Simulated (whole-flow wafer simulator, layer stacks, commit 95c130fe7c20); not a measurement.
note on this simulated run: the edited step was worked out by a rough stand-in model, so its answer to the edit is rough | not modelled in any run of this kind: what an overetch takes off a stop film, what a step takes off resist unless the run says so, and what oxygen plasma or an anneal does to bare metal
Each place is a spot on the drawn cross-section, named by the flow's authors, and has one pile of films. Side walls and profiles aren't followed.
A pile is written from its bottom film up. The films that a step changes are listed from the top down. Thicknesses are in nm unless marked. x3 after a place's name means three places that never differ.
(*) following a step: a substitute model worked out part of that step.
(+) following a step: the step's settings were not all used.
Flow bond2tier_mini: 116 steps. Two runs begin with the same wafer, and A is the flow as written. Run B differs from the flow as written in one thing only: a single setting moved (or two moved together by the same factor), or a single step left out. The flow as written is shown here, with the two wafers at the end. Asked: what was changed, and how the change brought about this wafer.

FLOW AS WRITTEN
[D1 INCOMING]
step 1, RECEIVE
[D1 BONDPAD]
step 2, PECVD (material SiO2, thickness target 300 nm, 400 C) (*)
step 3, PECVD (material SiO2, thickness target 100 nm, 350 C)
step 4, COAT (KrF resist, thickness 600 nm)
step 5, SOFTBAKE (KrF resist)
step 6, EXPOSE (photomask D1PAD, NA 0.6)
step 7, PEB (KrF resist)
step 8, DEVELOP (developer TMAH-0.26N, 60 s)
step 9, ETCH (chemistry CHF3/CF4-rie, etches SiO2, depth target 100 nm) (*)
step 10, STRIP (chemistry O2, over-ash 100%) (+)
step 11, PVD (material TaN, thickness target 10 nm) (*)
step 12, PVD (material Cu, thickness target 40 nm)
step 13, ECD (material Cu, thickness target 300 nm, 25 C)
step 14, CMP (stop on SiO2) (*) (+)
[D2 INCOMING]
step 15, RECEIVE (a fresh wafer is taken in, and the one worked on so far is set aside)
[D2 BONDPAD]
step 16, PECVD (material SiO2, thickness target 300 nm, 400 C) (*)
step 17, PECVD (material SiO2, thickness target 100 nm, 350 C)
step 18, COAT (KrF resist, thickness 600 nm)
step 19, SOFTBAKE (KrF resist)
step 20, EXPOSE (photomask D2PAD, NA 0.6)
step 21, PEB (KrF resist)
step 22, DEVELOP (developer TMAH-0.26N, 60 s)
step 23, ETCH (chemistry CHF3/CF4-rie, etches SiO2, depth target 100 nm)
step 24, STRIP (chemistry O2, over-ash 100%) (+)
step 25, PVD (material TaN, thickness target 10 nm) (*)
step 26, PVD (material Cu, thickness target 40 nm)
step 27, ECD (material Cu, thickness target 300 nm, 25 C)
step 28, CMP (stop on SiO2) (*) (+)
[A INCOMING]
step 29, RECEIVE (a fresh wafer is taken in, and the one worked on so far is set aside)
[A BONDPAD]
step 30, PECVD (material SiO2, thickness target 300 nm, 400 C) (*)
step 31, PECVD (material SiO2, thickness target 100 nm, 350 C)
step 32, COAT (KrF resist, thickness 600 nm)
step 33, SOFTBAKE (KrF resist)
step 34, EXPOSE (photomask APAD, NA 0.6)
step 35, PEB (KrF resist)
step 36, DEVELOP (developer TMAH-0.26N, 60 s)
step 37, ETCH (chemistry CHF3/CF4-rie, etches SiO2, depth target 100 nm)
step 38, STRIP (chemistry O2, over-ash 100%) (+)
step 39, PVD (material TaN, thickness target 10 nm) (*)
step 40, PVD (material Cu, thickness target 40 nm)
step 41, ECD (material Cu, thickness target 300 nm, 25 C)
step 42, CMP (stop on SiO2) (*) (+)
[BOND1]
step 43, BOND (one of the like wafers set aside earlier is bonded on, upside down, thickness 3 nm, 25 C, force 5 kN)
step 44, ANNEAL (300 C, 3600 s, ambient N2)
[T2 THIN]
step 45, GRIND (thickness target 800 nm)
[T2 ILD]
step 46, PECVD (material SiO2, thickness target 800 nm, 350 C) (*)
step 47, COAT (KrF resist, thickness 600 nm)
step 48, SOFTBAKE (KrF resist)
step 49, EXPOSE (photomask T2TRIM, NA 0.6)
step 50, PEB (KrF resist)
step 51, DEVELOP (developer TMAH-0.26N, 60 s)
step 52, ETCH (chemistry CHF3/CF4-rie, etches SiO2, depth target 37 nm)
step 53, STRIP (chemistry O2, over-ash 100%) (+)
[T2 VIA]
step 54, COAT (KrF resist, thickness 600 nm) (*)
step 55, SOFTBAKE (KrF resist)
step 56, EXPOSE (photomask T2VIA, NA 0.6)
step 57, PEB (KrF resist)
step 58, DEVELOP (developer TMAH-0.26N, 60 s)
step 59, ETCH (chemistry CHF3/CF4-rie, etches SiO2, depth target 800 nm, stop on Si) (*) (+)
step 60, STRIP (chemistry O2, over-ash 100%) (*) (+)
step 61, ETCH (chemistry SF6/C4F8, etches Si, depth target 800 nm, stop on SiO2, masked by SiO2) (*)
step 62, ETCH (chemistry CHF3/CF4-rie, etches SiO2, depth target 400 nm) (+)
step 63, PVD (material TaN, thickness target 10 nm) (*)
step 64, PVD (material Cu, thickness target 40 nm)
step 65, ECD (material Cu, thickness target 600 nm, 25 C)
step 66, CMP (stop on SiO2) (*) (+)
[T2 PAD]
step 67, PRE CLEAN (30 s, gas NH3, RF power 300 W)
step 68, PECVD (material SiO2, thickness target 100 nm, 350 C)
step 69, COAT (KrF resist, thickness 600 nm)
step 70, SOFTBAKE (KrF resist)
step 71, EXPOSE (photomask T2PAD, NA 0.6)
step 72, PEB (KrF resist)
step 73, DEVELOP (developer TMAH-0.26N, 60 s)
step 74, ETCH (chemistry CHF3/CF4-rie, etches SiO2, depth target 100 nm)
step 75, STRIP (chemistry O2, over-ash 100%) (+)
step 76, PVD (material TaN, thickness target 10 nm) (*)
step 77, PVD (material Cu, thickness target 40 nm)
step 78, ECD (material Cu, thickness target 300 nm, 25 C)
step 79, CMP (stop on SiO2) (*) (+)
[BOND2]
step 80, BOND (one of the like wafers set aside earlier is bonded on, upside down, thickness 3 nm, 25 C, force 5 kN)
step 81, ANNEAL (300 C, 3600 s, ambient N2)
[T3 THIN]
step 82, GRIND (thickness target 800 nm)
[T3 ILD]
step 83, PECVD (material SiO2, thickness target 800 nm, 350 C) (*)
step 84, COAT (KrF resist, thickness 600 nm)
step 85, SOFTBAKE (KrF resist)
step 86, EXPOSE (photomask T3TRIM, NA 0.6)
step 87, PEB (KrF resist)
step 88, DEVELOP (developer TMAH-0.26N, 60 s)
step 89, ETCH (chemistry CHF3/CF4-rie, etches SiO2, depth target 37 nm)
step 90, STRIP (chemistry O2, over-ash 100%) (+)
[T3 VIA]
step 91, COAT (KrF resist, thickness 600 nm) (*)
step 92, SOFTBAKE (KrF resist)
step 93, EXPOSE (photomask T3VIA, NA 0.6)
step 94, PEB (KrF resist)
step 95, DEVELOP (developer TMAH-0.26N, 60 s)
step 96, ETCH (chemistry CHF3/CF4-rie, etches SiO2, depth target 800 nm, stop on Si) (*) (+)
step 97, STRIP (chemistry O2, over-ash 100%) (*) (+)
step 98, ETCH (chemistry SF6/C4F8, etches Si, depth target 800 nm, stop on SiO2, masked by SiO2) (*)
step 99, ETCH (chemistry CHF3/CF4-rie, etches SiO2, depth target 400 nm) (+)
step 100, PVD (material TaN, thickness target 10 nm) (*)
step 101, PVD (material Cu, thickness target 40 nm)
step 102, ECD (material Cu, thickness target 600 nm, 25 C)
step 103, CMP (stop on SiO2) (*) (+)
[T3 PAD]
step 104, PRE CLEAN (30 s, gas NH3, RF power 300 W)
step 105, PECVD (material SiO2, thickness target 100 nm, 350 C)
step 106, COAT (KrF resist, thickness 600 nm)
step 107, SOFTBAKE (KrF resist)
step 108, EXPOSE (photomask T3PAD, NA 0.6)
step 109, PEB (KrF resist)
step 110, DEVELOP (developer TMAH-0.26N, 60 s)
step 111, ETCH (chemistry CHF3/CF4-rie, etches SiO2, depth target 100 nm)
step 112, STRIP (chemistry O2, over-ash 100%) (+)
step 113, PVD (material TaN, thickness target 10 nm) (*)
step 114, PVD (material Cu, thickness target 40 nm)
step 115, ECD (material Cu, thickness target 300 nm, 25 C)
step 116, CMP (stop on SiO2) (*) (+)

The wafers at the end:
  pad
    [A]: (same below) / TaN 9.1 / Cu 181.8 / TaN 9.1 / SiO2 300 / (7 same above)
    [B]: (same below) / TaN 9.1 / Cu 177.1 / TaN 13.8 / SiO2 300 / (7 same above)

The reason: step 25, PVD: thickness target 15.2 nm was run, though the flow has thickness target 10 nm.

How this came from the change, step by step:
  step 25, PVD (material TaN, thickness target 10 nm) (*)
      field: A TaN gains 10 (new film) | B TaN gains 15.2 (new film)
      pad: A TaN gains 9.1 (new film) | B TaN gains 13.8 (new film)
      (as well as at 1 more place)
  step 28, CMP (stop on SiO2) (*) (+)
      field: A Cu loses 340 (all of it), TaN loses 10 (all of it) | B Cu loses 340 (all of it), TaN loses 15.2 (all of it)
  step 80, BOND (one of the like wafers set aside earlier is bonded on, upside down, thickness 3 nm, 25 C, force 5 kN)
      pad: A Si gains 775 um (new film), chemical SiO2 gains 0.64 (new film), SiO2 gains 300 (new film), TaN gains 9.1 (new film), Cu gains 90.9 | B Si gains 775 um (new film), chemical SiO2 gains 0.64 (new film), SiO2 gains 300 (new film), TaN gains 13.8 (new film), Cu gains 86.2
